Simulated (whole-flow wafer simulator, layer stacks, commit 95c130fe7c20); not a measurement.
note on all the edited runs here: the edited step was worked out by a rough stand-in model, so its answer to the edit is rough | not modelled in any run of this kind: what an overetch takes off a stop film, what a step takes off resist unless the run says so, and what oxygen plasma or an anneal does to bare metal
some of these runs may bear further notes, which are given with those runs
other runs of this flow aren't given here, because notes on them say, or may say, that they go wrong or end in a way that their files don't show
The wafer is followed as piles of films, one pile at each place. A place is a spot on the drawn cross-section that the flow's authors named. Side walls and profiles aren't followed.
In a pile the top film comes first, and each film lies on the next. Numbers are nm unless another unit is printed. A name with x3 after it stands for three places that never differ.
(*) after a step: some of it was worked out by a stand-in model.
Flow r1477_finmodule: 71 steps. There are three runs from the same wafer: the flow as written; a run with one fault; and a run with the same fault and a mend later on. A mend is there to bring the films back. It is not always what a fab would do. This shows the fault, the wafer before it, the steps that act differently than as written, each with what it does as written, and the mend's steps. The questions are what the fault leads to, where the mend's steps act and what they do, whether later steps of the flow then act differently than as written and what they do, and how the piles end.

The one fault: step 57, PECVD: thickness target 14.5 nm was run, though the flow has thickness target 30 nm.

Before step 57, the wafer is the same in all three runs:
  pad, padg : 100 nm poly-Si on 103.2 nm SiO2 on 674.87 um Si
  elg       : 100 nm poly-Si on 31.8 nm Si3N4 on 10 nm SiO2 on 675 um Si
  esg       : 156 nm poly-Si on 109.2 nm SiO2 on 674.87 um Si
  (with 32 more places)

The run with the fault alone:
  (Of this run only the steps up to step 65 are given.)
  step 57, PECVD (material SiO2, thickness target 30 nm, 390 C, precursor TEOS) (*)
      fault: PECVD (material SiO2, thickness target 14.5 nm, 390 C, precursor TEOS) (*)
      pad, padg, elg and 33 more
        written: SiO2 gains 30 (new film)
        fault: SiO2 gains 14.5 (new film)
  None of the later steps of the flow up to step 65 differs from how it acts as written, at any place that is followed, by more than 2% or 0.5 nm, whichever is larger.
  The piles after step 65 differ from the flow's at pad, padg, elg and 33 more by more than 2% or 0.5 nm, whichever is larger.
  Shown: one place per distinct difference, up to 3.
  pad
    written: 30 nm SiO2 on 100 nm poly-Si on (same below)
    fault: 14.5 nm SiO2 on 100 nm poly-Si on (same below)
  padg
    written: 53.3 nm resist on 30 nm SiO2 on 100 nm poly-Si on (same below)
    fault: 53.3 nm resist on 14.5 nm SiO2 on 100 nm poly-Si on (same below)
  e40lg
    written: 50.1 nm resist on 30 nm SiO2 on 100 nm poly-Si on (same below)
    fault: 50.1 nm resist on 14.5 nm SiO2 on 100 nm poly-Si on (same below)

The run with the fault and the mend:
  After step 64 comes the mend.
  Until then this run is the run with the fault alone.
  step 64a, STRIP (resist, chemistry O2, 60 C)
      padg, elg, esg
        resist loses 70 (all of it)
      e40lg, e100lg, e200lg
        resist loses 66.9 (all of it)
      s40sg, s45sg
        resist loses 91 (all of it)
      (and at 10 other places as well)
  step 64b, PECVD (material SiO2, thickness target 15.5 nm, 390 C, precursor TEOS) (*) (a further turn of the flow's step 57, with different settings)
      pad, padg, elg and 33 more
        SiO2 gains 15.5
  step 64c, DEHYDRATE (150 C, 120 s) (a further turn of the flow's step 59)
      does not change any film at any place that is followed
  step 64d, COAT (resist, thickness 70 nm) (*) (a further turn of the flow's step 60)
      e40lg, e100lg, e200lg, elo, e40lo, e100lo, e200lo
        resist gains 66.9 (new film)
      pad, padg, elg, esg
        resist gains 70 (new film)
      s40sg, s45sg, s40so, s45so
        resist gains 91 (new film)
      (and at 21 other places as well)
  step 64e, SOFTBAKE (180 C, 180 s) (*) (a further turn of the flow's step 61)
      does not change any film at any place that is followed
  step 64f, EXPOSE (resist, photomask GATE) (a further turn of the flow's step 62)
      does not change any film at any place that is followed
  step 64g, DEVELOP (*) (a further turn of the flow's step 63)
      elo, e40lo, e100lo, e200lo
        resist loses 66.9 (all of it)
      eso, e40so
        resist loses 129.5 (all of it)
      s40so, s45so
        resist loses 91 (all of it)
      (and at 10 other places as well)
  None of the later steps of the flow acts differently than as written at any place that is followed.
  At every place that both follow, the piles at the end match the flow's.
